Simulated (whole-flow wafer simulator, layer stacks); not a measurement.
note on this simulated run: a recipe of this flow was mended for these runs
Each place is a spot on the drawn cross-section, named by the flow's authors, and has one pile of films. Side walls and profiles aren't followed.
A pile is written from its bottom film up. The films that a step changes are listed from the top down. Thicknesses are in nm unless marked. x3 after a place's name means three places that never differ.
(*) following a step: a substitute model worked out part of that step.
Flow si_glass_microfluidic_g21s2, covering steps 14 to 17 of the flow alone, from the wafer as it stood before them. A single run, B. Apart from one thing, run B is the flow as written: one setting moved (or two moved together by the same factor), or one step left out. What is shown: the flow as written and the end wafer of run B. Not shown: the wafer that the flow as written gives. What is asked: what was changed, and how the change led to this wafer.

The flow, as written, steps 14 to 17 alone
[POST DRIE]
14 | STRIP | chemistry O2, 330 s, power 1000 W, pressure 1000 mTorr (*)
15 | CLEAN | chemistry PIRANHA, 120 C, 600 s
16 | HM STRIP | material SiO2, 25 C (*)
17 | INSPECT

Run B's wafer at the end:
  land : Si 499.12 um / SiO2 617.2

Cause: step 16, HM STRIP: 10 C was run, while the flow as written has 25 C.

How this came from the change, step by step:
  16 | HM STRIP | material SiO2, 25 C (*)
      land: SiO2 loses 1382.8 (it would be, as written: SiO2 loses 2000 (all of it))
